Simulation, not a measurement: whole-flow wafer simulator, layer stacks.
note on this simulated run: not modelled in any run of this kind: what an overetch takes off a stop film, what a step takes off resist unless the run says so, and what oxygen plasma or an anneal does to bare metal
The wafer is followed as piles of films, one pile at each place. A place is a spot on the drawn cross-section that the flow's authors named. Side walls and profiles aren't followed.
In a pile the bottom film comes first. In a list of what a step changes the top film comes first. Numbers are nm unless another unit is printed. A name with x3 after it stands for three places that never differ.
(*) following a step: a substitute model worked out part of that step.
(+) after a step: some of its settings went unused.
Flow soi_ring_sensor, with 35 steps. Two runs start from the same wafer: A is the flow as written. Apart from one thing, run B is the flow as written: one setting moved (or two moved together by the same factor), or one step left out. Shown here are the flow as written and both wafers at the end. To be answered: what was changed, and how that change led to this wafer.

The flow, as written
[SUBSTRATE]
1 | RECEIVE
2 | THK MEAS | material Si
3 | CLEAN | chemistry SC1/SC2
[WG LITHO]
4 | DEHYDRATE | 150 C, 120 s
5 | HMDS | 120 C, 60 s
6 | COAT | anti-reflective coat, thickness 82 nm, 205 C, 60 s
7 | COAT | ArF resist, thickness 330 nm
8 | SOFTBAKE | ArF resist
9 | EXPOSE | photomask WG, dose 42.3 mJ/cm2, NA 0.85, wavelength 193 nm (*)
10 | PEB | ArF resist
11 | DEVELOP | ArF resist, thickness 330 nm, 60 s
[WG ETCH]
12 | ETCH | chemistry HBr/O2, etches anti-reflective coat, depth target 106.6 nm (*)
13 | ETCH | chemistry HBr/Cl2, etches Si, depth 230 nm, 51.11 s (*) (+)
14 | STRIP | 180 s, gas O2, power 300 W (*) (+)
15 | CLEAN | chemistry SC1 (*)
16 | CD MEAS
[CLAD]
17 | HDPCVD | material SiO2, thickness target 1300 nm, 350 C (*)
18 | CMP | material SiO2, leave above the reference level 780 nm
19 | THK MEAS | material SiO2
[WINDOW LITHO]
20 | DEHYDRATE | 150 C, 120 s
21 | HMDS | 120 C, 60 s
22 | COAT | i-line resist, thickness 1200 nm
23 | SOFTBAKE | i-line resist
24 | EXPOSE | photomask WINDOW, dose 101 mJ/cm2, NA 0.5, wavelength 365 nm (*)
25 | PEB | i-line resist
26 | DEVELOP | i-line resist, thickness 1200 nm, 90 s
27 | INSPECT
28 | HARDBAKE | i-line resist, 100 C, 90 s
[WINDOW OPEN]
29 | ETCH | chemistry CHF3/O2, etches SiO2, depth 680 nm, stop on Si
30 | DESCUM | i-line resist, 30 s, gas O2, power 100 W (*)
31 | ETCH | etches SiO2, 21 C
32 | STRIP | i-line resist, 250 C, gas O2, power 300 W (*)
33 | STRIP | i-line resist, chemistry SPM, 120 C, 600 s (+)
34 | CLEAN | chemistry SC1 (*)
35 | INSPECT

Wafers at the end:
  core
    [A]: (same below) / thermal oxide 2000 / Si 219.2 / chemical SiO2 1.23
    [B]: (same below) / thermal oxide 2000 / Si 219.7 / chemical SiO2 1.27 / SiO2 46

Cause: step 29, ETCH: depth 272 nm was run, whereas the flow has depth 680 nm.

How this came from the change, step by step:
  29 | ETCH | chemistry CHF3/O2, etches SiO2, depth 680 nm, stop on Si
      core, gap, window: A SiO2 loses 680 | B SiO2 loses 272
      field, core_clad, gap_clad: A i-line resist loses 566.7 | B i-line resist loses 226.7
  31 | ETCH | etches SiO2, 21 C
      core: A SiO2 loses 100 (all of it), chemical SiO2 loses 1.27 (all of it) | B SiO2 loses 462
  32 | STRIP | i-line resist, 250 C, gas O2, power 300 W (*)
      core: A chemical SiO2 gains 1.23 (new film), Si loses 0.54 | B nothing
      field, core_clad: A i-line resist loses 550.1 (all of it) | B i-line resist loses 890.1 (all of it)
